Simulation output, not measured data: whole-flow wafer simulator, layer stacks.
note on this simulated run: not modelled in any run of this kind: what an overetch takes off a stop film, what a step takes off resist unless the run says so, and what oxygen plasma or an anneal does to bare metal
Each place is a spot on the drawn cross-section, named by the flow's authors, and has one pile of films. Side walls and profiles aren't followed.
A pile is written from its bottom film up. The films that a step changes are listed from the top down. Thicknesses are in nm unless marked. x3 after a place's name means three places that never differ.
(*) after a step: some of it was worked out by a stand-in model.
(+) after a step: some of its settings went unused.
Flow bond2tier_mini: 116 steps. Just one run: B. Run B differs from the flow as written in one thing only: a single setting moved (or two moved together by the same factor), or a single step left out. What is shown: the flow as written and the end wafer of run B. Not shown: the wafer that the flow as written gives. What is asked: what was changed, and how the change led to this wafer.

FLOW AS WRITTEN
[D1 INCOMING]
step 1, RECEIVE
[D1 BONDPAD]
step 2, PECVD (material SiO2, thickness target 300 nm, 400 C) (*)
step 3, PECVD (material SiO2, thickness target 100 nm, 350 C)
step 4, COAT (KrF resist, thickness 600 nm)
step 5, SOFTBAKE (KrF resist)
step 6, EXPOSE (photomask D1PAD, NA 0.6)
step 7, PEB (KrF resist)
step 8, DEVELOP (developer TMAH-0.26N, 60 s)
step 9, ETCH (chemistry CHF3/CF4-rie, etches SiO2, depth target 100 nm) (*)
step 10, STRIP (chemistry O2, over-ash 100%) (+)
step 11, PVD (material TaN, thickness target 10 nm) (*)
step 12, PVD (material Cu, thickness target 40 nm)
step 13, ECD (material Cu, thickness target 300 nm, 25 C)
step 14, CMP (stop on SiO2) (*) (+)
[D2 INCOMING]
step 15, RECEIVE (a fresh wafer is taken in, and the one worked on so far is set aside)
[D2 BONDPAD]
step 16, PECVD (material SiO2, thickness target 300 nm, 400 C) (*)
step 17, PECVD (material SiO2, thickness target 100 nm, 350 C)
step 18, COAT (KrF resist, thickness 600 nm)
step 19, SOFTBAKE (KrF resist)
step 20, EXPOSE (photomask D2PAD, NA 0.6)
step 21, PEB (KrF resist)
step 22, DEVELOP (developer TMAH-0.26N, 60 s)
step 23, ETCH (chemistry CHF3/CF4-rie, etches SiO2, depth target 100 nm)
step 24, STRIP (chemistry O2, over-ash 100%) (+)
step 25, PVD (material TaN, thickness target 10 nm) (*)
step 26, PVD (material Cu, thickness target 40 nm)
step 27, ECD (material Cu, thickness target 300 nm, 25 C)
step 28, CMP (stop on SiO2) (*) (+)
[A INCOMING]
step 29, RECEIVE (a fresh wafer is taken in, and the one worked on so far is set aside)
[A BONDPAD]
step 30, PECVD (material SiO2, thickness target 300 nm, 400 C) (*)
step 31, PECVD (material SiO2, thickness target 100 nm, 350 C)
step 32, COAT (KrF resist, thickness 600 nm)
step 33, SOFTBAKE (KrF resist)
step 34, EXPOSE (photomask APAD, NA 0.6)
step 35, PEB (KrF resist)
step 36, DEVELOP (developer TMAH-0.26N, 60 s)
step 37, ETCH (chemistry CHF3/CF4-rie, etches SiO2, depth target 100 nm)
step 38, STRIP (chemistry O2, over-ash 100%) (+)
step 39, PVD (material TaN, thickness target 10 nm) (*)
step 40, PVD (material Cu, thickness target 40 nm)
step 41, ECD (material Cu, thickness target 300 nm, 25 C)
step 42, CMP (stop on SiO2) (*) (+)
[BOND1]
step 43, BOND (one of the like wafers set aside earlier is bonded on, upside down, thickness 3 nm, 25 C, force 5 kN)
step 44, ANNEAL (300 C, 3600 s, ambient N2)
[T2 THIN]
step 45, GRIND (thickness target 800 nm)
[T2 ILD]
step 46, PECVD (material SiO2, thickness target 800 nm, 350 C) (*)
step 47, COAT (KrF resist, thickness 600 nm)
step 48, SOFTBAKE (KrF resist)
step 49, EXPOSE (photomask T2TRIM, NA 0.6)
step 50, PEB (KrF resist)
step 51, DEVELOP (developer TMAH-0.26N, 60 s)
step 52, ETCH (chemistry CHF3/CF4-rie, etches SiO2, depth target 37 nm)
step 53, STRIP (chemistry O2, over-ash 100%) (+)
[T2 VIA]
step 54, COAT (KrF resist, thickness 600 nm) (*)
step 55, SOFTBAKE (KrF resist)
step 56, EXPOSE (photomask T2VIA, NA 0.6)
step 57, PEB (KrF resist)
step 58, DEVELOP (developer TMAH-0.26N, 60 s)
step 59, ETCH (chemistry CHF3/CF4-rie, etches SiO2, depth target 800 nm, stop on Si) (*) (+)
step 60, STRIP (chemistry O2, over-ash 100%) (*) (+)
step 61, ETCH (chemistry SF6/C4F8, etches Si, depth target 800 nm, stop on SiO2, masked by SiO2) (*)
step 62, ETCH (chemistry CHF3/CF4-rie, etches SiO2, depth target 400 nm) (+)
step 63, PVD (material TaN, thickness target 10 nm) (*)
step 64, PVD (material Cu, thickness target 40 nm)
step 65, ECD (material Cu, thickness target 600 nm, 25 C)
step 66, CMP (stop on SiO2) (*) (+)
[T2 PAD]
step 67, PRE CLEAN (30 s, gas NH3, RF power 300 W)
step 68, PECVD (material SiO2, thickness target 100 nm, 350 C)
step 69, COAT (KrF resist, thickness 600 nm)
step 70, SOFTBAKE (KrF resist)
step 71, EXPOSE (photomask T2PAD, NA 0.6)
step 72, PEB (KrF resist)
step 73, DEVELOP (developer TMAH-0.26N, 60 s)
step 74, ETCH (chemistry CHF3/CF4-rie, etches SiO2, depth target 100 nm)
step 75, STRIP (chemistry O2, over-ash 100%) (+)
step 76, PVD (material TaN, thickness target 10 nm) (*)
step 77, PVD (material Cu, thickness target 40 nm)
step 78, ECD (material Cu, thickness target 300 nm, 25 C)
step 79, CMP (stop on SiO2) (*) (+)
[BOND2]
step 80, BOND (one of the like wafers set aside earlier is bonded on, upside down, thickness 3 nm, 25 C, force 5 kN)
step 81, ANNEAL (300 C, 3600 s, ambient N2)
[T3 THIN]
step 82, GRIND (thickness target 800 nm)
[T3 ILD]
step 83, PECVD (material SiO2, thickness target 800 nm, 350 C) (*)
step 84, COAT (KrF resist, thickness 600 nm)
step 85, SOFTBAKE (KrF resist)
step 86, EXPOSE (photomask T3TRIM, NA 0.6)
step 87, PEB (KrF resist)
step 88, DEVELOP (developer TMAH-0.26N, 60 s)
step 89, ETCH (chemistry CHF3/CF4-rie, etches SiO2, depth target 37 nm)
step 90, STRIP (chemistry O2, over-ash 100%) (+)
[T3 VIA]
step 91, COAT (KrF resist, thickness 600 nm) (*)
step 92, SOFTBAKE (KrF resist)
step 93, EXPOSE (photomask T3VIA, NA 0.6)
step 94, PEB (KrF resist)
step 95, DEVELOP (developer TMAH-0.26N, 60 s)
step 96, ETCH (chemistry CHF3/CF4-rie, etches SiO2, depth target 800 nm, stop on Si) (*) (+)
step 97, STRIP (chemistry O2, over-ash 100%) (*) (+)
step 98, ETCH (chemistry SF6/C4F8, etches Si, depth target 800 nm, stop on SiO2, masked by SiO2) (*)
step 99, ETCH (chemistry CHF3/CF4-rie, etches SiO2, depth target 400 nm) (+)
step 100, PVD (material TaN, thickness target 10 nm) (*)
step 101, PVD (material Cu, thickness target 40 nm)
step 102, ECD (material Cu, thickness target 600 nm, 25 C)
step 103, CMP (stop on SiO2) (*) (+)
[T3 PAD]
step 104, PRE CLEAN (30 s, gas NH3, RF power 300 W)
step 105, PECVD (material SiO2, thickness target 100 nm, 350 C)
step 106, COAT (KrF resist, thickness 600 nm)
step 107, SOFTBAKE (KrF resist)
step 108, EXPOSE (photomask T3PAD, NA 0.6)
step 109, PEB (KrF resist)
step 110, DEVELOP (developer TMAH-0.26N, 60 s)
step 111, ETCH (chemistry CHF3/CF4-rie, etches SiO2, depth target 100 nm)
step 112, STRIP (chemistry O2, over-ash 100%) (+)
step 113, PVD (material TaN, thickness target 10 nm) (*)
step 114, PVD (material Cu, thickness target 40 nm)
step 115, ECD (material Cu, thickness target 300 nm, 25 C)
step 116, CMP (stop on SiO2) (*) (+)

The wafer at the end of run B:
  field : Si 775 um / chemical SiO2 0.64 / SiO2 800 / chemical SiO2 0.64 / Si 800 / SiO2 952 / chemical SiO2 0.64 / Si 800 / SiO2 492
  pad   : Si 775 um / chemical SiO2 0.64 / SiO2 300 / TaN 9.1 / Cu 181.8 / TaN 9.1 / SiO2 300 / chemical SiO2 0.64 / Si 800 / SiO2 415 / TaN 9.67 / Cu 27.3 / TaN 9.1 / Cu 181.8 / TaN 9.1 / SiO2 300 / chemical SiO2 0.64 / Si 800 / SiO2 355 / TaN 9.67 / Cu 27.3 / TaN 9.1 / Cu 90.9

What caused this: step 62, ETCH: depth target 340 nm was run, while the flow as written has depth target 400 nm.

How this came from the change, step by step:
  step 62, ETCH (chemistry CHF3/CF4-rie, etches SiO2, depth target 400 nm) (+)
      field, pad: -340 SiO2 (it would be, as written: -400 SiO2)
